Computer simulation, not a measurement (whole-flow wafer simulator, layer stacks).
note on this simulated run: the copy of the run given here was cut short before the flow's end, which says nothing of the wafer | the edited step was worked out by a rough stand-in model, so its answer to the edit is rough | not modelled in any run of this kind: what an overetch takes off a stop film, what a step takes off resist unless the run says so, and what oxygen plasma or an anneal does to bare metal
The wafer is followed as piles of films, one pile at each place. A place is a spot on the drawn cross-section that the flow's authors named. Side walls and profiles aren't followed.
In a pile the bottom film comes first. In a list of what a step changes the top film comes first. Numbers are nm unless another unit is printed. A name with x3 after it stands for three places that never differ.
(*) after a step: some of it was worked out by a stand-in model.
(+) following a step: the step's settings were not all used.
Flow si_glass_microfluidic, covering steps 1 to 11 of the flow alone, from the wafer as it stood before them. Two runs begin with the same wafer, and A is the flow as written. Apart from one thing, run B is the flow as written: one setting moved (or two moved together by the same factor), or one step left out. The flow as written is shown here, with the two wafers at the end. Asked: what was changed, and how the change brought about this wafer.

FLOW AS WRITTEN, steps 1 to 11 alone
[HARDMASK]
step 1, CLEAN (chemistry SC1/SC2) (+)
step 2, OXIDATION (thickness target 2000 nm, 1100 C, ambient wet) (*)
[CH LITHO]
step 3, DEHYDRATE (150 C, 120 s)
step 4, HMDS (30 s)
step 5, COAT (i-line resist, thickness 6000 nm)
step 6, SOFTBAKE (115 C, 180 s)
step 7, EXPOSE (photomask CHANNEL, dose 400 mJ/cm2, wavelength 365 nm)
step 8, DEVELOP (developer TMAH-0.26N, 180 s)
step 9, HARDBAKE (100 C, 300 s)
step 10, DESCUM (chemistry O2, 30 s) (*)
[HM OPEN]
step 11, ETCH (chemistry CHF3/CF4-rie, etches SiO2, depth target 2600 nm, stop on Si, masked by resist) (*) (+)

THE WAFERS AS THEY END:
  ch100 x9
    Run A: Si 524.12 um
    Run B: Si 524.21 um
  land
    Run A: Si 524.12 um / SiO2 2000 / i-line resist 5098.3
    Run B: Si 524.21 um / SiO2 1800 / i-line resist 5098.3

Cause: step 2, OXIDATION: thickness target 1800 nm was run, while the flow as written has thickness target 2000 nm.
The wafer itself shows it: land has SiO2 1800, and step 2 as written asks for 2000 nm.

How this came from the change, step by step:
  step 2, OXIDATION (thickness target 2000 nm, 1100 C, ambient wet) (*)
      land, ch100 x9: A SiO2 gains 2000 (new film), chemical SiO2 loses 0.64 (all of it), Si loses 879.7 | B SiO2 gains 1800 (new film), chemical SiO2 loses 0.64 (all of it), Si loses 791.7
  step 11, ETCH (chemistry CHF3/CF4-rie, etches SiO2, depth target 2600 nm, stop on Si, masked by resist) (*) (+)
      ch100 x9: A SiO2 loses 2000 (all of it) | B SiO2 loses 1800 (all of it)
